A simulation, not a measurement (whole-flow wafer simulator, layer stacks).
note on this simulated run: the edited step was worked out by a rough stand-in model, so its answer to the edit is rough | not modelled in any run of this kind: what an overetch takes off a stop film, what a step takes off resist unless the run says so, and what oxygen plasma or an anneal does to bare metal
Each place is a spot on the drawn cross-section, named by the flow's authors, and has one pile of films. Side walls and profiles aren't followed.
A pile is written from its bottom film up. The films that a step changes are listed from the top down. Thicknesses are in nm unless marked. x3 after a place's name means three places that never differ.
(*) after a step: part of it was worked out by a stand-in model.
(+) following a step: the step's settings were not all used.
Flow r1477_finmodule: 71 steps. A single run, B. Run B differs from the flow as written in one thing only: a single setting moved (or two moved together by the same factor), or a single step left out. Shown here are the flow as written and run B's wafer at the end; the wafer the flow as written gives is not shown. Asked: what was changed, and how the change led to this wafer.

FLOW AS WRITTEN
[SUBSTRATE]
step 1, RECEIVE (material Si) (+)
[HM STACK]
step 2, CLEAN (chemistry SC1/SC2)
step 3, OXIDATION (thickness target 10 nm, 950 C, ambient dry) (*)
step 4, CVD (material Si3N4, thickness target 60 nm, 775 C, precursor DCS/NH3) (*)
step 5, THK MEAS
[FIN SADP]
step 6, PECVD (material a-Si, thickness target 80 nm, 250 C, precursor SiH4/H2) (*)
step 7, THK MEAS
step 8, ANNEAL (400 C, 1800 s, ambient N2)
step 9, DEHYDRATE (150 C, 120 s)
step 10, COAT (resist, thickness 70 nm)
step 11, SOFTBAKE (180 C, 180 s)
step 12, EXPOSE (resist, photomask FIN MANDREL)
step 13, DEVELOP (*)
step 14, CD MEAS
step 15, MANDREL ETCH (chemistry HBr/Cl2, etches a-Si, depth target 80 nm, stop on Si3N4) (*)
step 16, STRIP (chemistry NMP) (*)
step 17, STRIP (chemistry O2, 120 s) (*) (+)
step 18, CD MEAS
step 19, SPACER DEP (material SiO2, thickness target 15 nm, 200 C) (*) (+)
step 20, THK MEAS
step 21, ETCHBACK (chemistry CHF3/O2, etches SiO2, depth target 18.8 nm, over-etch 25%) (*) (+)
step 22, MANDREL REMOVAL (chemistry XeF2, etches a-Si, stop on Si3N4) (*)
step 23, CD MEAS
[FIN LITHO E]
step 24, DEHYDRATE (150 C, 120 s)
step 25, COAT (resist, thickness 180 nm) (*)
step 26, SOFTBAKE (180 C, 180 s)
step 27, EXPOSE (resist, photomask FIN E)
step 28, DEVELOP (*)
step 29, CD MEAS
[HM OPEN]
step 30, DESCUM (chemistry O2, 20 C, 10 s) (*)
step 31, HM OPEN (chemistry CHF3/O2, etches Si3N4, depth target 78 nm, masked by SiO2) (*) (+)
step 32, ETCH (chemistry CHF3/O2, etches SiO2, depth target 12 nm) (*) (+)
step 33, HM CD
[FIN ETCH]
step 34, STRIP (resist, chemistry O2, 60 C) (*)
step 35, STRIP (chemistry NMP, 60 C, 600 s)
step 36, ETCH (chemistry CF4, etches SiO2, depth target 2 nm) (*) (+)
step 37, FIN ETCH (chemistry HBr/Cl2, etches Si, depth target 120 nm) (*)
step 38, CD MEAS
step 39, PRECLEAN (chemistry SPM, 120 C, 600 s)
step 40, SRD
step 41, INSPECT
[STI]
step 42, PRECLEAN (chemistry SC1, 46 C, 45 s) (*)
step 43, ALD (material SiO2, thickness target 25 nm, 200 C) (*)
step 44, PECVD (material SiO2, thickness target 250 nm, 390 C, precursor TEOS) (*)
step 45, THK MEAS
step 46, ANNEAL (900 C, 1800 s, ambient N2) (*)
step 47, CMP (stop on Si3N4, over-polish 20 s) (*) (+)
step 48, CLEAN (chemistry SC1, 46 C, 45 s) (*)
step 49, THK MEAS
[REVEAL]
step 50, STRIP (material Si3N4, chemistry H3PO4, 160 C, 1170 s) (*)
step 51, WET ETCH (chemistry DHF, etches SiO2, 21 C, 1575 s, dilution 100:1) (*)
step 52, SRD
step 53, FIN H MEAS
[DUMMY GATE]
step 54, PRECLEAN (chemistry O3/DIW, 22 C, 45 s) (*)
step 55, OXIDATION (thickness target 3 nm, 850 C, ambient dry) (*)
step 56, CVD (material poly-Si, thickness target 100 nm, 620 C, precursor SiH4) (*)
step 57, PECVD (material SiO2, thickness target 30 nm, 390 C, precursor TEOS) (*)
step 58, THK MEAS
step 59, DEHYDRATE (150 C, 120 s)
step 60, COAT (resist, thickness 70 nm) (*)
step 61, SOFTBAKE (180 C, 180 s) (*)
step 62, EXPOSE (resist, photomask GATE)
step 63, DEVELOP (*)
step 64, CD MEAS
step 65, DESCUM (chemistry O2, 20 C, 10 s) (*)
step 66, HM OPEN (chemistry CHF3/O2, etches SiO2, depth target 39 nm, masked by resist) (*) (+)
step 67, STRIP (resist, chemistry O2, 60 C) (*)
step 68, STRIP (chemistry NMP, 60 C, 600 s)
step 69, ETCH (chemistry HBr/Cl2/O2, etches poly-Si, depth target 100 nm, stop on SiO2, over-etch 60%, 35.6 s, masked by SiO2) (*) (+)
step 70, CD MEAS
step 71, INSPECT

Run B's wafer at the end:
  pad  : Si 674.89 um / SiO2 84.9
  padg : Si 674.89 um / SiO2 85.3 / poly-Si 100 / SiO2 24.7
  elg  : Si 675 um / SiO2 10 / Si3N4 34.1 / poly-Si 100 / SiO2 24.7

The reason: step 37, FIN ETCH: depth target 102 nm was run, while the flow as written has depth target 120 nm.

How this came from the change, step by step:
  step 37, FIN ETCH (chemistry HBr/Cl2, etches Si, depth target 120 nm) (*)
      pad, padg, esg and 19 more: Si loses 102 (in the flow as written it would be: Si loses 120)
      elg, e40lg, e100lg, e200lg, elo, e40lo, e100lo, e200lo: Si3N4 loses 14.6 (in the flow as written it would be: Si3N4 loses 17.1)
      (also at 6 further places)
  step 43, ALD (material SiO2, thickness target 25 nm, 200 C) (*)
      s40cg, s45cg, s50cg, s40co, s45co, s50co: SiO2 gains 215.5 (new film) (in the flow as written it would be: SiO2 gains 232.1 (new film))
      esg: SiO2 gains 178.8 (new film) (in the flow as written it would be: SiO2 gains 194.3 (new film))
  step 47, CMP (stop on Si3N4, over-polish 20 s) (*) (+)
      pad, padg, e40sg and 11 more: SiO2 loses 89.8 (in the flow as written it would be: SiO2 loses 71.8)
      eso: SiO2 loses 90.4 (in the flow as written it would be: SiO2 loses 72.4)
  step 51, WET ETCH (chemistry DHF, etches SiO2, 21 C, 1575 s, dilution 100:1) (*)
      elg, e40lg, e100lg, e200lg, elo, e40lo, e100lo, e200lo: SiO2 loses 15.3 (all of it), Si3N4 loses 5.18 (in the flow as written it would be: SiO2 loses 17.8 (all of it), Si3N4 loses 4.97)
  step 67, STRIP (resist, chemistry O2, 60 C) (*)
      e40sg: resist loses 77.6 (all of it) (in the flow as written it would be: resist loses 75.4 (all of it))
      e100sg: resist loses 77.5 (all of it) (in the flow as written it would be: resist loses 75.3 (all of it))
      (also at 1 further place)
